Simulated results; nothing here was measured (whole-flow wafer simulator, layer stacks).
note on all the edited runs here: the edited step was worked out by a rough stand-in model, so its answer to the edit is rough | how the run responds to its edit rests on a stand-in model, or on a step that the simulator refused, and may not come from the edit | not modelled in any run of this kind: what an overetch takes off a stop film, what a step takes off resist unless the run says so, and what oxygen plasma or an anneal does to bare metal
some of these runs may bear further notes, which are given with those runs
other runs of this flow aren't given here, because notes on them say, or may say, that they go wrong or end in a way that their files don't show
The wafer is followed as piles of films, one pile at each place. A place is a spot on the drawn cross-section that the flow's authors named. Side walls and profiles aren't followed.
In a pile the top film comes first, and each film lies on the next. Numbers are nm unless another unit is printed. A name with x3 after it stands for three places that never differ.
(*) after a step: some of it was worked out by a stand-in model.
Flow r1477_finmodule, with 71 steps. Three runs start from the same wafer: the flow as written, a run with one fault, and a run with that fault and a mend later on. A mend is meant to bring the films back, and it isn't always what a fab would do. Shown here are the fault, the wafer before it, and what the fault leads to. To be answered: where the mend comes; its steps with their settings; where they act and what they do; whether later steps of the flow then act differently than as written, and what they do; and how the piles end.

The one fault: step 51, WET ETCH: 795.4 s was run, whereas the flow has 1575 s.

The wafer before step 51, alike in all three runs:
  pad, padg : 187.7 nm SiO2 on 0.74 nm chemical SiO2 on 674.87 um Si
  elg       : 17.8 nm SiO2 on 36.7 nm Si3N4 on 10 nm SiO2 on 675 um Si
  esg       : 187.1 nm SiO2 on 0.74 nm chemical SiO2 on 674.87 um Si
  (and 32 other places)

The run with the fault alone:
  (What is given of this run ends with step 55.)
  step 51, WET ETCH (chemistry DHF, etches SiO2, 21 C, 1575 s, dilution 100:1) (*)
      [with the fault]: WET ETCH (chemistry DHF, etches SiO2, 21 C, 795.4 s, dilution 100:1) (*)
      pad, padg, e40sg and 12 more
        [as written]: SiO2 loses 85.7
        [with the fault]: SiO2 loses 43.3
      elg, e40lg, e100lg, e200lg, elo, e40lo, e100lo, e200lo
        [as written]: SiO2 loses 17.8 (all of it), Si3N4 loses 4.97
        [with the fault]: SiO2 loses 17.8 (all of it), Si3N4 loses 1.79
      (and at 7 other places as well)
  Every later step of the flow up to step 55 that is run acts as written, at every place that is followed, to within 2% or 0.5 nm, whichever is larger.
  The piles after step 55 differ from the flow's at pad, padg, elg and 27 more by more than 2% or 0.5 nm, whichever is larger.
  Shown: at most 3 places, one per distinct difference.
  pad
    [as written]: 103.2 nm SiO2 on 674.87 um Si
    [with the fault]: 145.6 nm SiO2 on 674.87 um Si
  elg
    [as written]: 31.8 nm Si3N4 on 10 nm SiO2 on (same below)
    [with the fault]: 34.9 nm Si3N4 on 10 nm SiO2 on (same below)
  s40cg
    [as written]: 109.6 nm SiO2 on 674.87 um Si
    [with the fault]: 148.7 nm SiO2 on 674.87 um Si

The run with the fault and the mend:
  After step 51 comes the mend.
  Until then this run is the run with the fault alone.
  step 51a, WET ETCH (chemistry DHF, etches SiO2, 21 C, 779.6 s, dilution 100:1) (*) (a further turn of the flow's step 51, with different settings)
      pad, padg, e40sg and 12 more
        SiO2 loses 42.4
      elg, e40lg, e100lg, e200lg, elo, e40lo, e100lo, e200lo
        Si3N4 loses 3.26
      esg, s40cg, s45cg, s50cg, s40co, s45co, s50co
        SiO2 loses 39.2
  Every later step of the flow that is run acts as written, at every place that is followed, to within 2% or 0.5 nm, whichever is larger.
  The piles end only slightly different from the flow's at the places that both follow, by no more than 2% or 0.5 nm, whichever is larger.
